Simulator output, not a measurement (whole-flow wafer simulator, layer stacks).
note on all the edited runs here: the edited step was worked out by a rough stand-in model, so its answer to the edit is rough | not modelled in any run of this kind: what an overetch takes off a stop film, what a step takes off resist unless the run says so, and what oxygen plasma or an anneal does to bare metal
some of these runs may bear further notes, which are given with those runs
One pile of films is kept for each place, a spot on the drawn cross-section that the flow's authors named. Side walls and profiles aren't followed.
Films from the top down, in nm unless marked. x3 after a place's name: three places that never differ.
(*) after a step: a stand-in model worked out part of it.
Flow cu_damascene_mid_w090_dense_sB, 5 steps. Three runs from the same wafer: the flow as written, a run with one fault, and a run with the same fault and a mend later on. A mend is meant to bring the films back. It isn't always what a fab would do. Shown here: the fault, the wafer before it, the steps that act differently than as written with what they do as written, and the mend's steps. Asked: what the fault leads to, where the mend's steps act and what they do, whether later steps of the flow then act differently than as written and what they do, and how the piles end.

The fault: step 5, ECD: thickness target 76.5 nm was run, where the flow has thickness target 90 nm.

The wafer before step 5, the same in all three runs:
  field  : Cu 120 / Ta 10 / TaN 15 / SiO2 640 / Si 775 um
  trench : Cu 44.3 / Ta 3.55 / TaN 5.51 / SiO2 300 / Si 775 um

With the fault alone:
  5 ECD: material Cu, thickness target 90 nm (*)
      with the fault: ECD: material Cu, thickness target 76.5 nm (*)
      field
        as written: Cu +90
        with the fault: Cu +76.5
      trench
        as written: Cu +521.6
        with the fault: Cu +508.1
  No later step of the flow acts differently than as written at any place that is followed.
  At the end the piles differ from the flow's by more than 2% or 0.5 nm, whichever is larger, at field, trench.
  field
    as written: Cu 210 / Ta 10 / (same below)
    with the fault: Cu 196.5 / Ta 10 / (same below)
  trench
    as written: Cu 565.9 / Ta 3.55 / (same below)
    with the fault: Cu 552.4 / Ta 3.55 / (same below)

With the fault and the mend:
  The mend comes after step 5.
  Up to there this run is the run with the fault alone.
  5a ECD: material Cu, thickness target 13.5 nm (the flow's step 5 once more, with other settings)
      field, trench
        Cu +13.5
  No later step of the flow acts differently than as written at any place that is followed.
  At the end the piles are the same as the flow's at every place that both follow.
